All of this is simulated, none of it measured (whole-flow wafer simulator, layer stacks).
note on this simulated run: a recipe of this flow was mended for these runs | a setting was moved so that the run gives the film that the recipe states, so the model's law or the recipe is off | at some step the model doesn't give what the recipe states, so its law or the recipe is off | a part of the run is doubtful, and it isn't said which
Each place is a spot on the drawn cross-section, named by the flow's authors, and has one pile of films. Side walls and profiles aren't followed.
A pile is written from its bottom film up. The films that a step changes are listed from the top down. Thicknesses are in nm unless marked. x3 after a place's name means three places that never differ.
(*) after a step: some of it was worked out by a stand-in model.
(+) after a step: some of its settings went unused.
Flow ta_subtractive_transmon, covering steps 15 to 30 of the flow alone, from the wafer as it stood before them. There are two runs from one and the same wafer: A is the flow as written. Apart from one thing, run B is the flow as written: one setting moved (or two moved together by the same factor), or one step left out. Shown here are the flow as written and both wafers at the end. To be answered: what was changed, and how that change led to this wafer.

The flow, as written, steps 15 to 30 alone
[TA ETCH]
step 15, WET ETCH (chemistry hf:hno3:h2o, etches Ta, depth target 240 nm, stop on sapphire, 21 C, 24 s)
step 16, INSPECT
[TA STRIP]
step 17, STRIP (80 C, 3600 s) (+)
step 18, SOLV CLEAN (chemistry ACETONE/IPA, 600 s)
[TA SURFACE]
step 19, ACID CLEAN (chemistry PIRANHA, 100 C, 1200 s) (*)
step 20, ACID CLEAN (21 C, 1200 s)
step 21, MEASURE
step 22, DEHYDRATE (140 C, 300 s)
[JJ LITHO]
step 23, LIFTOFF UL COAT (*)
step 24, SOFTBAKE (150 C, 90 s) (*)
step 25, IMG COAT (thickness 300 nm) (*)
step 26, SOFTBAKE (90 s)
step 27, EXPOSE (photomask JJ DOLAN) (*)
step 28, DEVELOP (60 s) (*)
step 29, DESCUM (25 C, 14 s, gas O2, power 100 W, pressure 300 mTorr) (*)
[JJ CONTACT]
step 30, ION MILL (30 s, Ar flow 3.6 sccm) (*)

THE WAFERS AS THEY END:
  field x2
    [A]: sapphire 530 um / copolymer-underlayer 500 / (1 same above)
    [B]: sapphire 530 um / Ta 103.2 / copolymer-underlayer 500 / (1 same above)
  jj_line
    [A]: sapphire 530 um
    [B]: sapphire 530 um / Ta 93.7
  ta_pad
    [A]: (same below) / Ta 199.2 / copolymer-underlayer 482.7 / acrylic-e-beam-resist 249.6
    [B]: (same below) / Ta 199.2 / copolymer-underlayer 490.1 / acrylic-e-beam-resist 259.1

Cause: step 15, WET ETCH: depth target 96 nm was run, while the flow as written has depth target 240 nm; step 15, WET ETCH: 9.6 s was run, where the flow has 24 s.

Step by step, how the change led to this:
  step 15, WET ETCH (chemistry hf:hno3:h2o, etches Ta, depth target 240 nm, stop on sapphire, 21 C, 24 s)
      field x2, jj_line, lead: A -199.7 Ta (all of it) | B -96 Ta
  step 23, LIFTOFF UL COAT (*)
      lead: A +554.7 copolymer-underlayer (new film) | B +527.4 copolymer-underlayer (new film)
      ta_contact: A +443.9 copolymer-underlayer (new film) | B +471.7 copolymer-underlayer (new film)
  step 25, IMG COAT (thickness 300 nm) (*)
      lead: A +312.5 acrylic-e-beam-resist (new film) | B +306 acrylic-e-beam-resist (new film)
      ta_contact: A +287.5 acrylic-e-beam-resist (new film) | B +294.1 acrylic-e-beam-resist (new film)
      (and at 1 other place as well)
  step 28, DEVELOP (60 s) (*)
      lead: A -312.5 acrylic-e-beam-resist (all of it), -554.7 copolymer-underlayer (all of it) | B -306 acrylic-e-beam-resist (all of it), -527.4 copolymer-underlayer (all of it)
      ta_contact: A -287.5 acrylic-e-beam-resist (all of it), -443.9 copolymer-underlayer (all of it) | B -294.1 acrylic-e-beam-resist (all of it), -471.7 copolymer-underlayer (all of it)
  step 30, ION MILL (30 s, Ar flow 3.6 sccm) (*)
      jj_line, lead: A -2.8 sapphire | B -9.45 Ta
If metal films that touch count as one body, field x2 has 1 body; the flow as written gives 0 bodies.
If metal films that touch count as one body, jj_line has 1 body; the flow as written gives 0 bodies.
